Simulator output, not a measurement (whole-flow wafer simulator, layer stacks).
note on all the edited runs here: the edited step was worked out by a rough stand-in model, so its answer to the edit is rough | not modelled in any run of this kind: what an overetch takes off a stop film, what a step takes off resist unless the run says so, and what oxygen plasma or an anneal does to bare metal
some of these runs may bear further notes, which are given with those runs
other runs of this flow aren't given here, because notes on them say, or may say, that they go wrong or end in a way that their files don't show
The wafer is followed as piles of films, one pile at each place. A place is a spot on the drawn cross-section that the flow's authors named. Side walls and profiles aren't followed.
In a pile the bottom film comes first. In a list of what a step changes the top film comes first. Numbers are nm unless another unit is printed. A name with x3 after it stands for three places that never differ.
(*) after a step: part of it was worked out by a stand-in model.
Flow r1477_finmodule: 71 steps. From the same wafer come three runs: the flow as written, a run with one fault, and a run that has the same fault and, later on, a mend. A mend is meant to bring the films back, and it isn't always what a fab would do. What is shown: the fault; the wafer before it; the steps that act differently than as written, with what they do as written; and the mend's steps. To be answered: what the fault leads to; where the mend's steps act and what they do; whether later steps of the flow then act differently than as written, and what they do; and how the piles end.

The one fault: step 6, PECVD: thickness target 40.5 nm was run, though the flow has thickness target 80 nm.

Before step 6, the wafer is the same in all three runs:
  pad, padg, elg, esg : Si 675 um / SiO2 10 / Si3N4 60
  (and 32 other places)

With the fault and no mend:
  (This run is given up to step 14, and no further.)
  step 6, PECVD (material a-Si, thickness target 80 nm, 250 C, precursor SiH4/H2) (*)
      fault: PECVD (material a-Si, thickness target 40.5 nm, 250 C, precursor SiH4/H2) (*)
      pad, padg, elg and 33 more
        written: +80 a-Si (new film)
        fault: +40.5 a-Si (new film)
  None of the later steps of the flow up to step 14 acts differently than as written at any place that is followed.
  The piles after step 14 differ from the flow's at pad, padg, elg and 33 more by more than 2% or 0.5 nm, whichever is larger.
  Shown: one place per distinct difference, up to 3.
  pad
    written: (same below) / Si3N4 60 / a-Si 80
    fault: (same below) / Si3N4 60 / a-Si 40.5
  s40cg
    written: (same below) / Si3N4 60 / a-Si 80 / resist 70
    fault: (same below) / Si3N4 60 / a-Si 40.5 / resist 70

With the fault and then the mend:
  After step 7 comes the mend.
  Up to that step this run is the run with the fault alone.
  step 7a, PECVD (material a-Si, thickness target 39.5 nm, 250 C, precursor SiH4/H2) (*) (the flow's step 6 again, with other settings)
      pad, padg, elg and 33 more
        +39.5 a-Si
  None of the later steps of the flow acts differently than as written at any place that is followed.
  The piles end the same as the flow's at every place that both follow.
